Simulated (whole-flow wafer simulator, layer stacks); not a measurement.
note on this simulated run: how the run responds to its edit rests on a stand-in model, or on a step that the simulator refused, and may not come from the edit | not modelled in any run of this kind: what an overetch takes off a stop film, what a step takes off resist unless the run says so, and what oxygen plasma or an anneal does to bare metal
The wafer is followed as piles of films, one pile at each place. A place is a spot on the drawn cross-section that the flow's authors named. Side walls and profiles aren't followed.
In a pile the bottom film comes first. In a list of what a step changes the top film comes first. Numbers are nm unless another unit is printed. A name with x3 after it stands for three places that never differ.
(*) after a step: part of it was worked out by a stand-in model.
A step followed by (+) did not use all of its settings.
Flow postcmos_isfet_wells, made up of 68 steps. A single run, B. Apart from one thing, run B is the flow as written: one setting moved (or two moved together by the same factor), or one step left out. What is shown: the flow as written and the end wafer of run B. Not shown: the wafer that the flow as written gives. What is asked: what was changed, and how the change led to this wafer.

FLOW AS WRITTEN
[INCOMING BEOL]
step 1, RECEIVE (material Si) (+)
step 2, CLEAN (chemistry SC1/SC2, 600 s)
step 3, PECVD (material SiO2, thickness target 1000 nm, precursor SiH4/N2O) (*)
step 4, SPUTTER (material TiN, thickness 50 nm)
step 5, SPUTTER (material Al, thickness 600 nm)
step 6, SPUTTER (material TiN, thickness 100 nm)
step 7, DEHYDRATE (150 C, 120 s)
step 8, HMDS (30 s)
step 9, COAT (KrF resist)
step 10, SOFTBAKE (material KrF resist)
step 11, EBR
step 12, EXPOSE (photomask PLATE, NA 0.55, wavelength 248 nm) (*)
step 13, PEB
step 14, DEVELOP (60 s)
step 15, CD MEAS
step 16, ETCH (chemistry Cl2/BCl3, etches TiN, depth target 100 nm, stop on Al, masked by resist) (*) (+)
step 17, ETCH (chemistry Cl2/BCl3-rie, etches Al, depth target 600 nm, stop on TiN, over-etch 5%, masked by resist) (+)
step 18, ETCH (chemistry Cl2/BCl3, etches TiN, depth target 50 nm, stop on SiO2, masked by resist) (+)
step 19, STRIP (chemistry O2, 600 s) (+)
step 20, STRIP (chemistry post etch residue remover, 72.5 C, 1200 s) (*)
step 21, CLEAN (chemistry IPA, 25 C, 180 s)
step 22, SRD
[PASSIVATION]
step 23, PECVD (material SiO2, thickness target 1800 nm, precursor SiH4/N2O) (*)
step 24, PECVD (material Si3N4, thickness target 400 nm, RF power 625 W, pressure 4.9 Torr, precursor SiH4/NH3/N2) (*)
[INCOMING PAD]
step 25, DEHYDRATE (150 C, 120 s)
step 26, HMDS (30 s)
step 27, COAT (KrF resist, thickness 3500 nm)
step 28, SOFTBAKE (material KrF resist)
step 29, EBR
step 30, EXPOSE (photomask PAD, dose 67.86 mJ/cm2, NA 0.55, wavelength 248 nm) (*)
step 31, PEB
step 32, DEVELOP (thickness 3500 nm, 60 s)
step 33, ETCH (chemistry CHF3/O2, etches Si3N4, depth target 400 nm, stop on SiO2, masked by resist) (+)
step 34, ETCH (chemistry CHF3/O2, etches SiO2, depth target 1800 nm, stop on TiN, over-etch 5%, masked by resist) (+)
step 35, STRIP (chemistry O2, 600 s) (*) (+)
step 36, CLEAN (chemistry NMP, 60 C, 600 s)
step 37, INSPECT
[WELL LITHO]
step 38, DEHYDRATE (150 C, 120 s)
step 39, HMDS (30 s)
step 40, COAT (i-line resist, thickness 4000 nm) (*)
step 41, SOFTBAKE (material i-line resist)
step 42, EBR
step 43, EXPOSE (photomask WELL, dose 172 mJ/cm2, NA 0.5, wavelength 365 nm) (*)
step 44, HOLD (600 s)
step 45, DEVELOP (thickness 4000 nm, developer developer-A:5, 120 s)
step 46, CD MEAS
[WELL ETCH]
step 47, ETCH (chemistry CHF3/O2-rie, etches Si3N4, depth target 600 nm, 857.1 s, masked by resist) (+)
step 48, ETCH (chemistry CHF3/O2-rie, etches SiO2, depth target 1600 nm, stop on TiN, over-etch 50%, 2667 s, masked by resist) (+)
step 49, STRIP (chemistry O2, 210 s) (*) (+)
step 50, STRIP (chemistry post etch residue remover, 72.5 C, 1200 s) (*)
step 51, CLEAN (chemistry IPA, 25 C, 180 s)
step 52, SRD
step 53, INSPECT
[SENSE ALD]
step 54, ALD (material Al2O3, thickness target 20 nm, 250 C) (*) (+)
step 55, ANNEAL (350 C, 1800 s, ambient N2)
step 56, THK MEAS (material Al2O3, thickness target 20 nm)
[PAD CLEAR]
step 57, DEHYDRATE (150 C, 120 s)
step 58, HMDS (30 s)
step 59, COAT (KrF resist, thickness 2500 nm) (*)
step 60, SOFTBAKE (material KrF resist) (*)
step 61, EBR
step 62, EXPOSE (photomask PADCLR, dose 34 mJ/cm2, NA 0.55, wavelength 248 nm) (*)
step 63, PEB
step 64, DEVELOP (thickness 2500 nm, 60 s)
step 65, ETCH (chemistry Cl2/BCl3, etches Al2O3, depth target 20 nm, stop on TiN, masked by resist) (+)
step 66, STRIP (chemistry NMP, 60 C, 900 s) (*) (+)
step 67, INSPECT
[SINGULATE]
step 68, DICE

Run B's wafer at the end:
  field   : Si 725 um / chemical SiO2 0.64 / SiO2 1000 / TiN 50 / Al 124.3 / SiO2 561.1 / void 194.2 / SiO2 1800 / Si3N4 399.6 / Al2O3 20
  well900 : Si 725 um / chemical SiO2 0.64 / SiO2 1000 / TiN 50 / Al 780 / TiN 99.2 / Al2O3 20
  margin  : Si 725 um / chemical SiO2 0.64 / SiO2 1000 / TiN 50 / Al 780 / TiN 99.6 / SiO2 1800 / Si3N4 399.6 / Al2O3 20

What caused this: step 5, SPUTTER: thickness 780 nm was run, though the flow has thickness 600 nm.
The wafer itself shows it: well900 has Al 780, and step 5 as written asks for 600 nm.

How this came from the change, step by step:
  step 5, SPUTTER (material Al, thickness 600 nm)
      field, margin, well900 and 6 more: +780 Al (new film) (as written it would have been: +600 Al (new film))
  step 17, ETCH (chemistry Cl2/BCl3-rie, etches Al, depth target 600 nm, stop on TiN, over-etch 5%, masked by resist) (+)
      field: -600 Al (as written it would have been: -600 Al (all of it))
  step 18, ETCH (chemistry Cl2/BCl3, etches TiN, depth target 50 nm, stop on SiO2, masked by resist) (+)
      field: -50 Al (as written it would have been: -50 TiN (all of it))
  step 20, STRIP (chemistry post etch residue remover, 72.5 C, 1200 s) (*)
      field: -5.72 Al (as written it would have been: nothing)
  step 23, PECVD (material SiO2, thickness target 1800 nm, precursor SiH4/N2O) (*)
      field: +1800 SiO2 (new film), +194.2 void (new film), +561.1 SiO2 (new film) (as written it would have been: +1800 SiO2 (new film), +189.9 void (new film), +559.7 SiO2)
With metal films that touch counted as one body, field has 1 body; the flow as written gives 0 bodies.
